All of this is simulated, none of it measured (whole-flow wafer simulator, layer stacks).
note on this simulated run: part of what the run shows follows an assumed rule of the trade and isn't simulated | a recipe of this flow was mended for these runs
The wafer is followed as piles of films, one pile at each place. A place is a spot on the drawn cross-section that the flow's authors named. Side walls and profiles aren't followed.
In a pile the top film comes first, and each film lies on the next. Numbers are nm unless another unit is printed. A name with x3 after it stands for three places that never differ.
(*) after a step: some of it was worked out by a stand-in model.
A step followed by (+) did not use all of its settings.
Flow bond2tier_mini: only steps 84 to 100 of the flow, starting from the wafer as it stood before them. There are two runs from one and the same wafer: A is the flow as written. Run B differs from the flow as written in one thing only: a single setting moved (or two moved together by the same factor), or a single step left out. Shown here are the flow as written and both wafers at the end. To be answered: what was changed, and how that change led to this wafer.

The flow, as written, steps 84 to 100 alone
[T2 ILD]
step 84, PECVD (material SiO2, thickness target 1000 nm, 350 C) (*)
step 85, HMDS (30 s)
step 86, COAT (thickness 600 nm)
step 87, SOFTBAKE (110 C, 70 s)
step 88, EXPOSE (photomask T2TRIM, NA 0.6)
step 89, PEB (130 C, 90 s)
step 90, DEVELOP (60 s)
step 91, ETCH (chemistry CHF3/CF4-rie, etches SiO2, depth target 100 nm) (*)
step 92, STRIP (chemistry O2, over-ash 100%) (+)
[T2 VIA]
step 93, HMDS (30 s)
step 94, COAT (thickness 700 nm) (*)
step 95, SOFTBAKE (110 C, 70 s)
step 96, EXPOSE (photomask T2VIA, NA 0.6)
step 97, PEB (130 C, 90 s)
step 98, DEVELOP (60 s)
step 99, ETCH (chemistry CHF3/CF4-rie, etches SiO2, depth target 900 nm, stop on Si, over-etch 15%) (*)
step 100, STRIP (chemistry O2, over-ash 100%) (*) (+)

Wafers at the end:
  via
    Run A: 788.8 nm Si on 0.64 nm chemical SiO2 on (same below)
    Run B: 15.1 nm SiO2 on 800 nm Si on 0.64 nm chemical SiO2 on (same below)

Cause: step 99, ETCH: depth target 769.5 nm was run, though the flow has depth target 900 nm.

How this came from the change, step by step:
  step 99, ETCH (chemistry CHF3/CF4-rie, etches SiO2, depth target 900 nm, stop on Si, over-etch 15%) (*)
      via: A -900 SiO2 (all of it), -11.2 Si | B -884.9 SiO2
      field, pad: A -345 thick-KrF-resist | B -295 thick-KrF-resist
  step 100, STRIP (chemistry O2, over-ash 100%) (*) (+)
      field: A -286.6 thick-KrF-resist (all of it) | B -336.6 thick-KrF-resist (all of it)
      pad: A -372.9 thick-KrF-resist (all of it) | B -423 thick-KrF-resist (all of it)
